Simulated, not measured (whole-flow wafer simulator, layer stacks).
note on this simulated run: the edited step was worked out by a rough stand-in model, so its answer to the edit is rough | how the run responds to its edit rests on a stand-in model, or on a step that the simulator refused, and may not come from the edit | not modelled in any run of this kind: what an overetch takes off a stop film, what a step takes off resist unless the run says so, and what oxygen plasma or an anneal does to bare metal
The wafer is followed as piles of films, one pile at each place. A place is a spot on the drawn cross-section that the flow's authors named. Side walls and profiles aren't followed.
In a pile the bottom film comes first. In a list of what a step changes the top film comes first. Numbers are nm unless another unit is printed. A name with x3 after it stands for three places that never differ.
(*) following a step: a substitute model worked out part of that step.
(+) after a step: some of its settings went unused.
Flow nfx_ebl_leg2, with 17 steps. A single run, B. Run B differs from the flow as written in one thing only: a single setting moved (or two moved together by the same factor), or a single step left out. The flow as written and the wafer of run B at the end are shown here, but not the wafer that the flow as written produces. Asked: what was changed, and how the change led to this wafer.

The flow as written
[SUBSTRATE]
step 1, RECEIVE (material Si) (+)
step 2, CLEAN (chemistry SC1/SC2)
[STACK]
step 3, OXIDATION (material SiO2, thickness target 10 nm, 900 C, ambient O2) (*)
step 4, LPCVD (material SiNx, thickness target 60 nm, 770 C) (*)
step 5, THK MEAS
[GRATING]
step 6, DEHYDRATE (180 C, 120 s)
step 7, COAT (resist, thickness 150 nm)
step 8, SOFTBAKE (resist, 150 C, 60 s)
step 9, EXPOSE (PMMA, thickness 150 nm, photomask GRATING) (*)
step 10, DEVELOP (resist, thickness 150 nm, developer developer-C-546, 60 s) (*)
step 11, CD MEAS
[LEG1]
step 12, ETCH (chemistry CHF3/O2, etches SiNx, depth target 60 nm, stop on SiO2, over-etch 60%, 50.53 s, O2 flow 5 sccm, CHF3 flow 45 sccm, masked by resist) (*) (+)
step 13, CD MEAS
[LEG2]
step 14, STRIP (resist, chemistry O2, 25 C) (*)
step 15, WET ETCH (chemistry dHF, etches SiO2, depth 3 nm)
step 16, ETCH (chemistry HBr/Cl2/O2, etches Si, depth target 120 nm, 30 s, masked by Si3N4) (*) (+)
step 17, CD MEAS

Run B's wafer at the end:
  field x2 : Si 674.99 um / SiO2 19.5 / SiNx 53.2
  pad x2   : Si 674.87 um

Cause: step 3, OXIDATION: 968 C was run, though the flow has 900 C.

How this came from the change, step by step:
  step 3, OXIDATION (material SiO2, thickness target 10 nm, 900 C, ambient O2) (*)
      field x2, pad x2: +19.5 SiO2 (new film), -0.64 chemical SiO2 (all of it), -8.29 Si (as written it would have been: +10 SiO2 (new film), -0.64 chemical SiO2 (all of it), -4.12 Si)
  step 12, ETCH (chemistry CHF3/O2, etches SiNx, depth target 60 nm, stop on SiO2, over-etch 60%, 50.53 s, O2 flow 5 sccm, CHF3 flow 45 sccm, masked by resist) (*) (+)
      pad x2: -60 SiNx (all of it), -18 SiO2 (as written it would have been: -60 SiNx (all of it), -10 SiO2 (all of it))
  step 14, STRIP (resist, chemistry O2, 25 C) (*)
      pad x2: nothing (as written it would have been: +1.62 chemical SiO2 (new film), -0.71 Si)
  step 15, WET ETCH (chemistry dHF, etches SiO2, depth 3 nm)
      pad x2: -1.49 SiO2 (all of it) (as written it would have been: -1.62 chemical SiO2 (all of it))
